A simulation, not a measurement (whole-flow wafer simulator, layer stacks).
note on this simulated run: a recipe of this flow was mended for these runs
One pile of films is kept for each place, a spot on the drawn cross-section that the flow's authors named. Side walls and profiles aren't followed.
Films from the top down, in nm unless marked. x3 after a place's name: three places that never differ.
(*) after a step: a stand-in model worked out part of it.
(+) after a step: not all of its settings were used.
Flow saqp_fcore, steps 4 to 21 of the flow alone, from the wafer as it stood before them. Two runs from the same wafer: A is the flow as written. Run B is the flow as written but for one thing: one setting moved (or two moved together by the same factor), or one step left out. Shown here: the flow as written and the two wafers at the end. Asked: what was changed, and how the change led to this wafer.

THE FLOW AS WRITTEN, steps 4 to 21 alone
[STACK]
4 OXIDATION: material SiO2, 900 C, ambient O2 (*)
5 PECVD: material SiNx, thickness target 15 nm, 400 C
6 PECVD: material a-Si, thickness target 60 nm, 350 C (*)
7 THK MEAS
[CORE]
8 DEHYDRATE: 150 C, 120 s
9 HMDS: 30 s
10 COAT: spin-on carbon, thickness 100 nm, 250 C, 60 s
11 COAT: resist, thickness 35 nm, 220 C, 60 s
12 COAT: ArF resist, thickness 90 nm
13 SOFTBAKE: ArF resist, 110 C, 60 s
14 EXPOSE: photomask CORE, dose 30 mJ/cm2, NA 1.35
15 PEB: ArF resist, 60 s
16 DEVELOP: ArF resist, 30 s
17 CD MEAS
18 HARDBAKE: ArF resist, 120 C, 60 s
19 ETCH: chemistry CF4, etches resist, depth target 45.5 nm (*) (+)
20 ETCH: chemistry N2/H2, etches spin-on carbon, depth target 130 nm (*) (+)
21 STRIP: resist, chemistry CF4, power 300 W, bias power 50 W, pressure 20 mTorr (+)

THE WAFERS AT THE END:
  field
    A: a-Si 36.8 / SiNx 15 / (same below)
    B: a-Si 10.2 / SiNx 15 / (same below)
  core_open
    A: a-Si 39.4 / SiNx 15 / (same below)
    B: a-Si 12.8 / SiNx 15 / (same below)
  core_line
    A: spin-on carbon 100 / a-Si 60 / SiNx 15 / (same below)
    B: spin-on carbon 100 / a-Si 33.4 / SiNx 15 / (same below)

The cause: step 6, PECVD: thickness target 33.4 nm was run, where the flow has thickness target 60 nm.
It can be read off the wafer: core_line has a-Si 33.4, and step 6 as written asks for 60 nm.

How the change led to this, step by step:
  6 PECVD: material a-Si, thickness target 60 nm, 350 C (*)
      field, core_open, core_line: A a-Si +60 (new film) | B a-Si +33.4 (new film)
